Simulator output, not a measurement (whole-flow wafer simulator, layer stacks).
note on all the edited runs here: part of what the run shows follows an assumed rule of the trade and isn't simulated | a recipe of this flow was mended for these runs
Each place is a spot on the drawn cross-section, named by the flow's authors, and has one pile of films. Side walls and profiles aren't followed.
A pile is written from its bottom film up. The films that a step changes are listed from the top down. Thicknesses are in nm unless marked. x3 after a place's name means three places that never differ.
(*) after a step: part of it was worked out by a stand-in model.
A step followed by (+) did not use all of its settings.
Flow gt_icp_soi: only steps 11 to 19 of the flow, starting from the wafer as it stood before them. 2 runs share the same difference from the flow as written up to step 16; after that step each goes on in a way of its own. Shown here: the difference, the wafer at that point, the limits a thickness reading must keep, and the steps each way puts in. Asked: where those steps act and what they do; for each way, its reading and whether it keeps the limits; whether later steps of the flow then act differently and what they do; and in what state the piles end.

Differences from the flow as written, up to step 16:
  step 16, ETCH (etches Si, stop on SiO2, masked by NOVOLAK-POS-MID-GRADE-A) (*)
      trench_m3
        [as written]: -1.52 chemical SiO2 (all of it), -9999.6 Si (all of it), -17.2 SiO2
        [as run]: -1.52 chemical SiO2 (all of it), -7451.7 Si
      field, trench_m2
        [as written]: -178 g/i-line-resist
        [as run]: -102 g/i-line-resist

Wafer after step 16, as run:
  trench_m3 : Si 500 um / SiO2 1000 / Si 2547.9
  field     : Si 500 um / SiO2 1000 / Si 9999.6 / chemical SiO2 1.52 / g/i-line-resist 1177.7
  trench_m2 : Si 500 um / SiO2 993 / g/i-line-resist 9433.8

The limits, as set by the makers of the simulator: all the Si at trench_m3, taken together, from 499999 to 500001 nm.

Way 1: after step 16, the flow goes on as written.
  After step 16, the reading is 502547.9 nm, outside the limits.
  Steps further on in the flow that do not act as written:
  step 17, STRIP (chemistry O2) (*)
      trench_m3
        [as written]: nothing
        [this way]: +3 chemical SiO2 (new film), -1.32 Si
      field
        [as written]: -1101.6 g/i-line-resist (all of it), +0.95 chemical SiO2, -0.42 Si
        [this way]: -1177.7 g/i-line-resist (all of it), +0.95 chemical SiO2, -0.42 Si
  By the end, the piles at trench_m3 depart from the flow's by more than 2% or 0.5 nm, whichever is larger.
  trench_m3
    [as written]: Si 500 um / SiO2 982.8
    [this way]: Si 500 um / SiO2 1000 / Si 2546.6 / chemical SiO2 3

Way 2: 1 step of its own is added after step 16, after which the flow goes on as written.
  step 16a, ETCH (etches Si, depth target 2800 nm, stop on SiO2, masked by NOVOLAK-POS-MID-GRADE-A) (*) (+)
      field, trench_m2
        -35 g/i-line-resist
      trench_m3
        -2547.9 Si (all of it), -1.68 SiO2
  After step 16a, the reading is 500000 nm, within the limits.
  Steps further on in the flow that do not act as written:
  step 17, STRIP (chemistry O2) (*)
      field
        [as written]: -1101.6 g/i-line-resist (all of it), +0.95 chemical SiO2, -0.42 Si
        [this way]: -1142.7 g/i-line-resist (all of it), +0.95 chemical SiO2, -0.42 Si
  The piles end only slightly different from the flow's at the places that both follow, by no more than 2% or 0.5 nm, whichever is larger.

Keeping within the limits: way 2. Outside them: way 1.
